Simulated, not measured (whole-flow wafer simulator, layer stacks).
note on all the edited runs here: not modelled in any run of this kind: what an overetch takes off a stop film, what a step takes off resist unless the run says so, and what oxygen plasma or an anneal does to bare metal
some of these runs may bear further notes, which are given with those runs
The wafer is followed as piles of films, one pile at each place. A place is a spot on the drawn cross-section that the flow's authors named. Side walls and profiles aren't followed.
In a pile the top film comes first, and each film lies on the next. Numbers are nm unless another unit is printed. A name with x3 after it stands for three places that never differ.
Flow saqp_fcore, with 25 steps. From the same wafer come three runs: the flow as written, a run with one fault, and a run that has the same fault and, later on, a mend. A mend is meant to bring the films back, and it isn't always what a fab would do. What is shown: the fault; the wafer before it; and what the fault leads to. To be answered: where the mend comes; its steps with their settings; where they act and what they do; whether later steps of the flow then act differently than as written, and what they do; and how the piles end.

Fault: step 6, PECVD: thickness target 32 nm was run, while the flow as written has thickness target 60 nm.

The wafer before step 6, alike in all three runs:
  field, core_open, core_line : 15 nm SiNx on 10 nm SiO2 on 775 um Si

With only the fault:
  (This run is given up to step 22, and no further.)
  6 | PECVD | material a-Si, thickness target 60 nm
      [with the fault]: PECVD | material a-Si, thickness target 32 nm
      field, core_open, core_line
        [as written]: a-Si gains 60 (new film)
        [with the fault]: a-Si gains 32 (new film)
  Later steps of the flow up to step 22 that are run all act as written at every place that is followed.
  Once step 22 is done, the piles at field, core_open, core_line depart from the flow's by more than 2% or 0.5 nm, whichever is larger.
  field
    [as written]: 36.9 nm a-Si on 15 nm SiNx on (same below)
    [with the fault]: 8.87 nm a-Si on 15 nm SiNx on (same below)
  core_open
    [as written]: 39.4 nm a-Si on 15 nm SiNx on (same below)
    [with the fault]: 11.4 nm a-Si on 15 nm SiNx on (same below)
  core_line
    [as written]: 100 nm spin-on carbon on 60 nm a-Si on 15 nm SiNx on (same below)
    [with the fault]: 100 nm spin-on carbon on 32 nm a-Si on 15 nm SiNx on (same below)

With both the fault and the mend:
  After step 7 comes the mend.
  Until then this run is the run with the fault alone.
  7a | PECVD | material a-Si, thickness target 28 nm (a further turn of the flow's step 6, with different settings)
      field, core_open, core_line
        a-Si gains 28
  Later steps of the flow that are run all act as written at every place that is followed.
  The piles end the same as the flow's at every place that both follow.
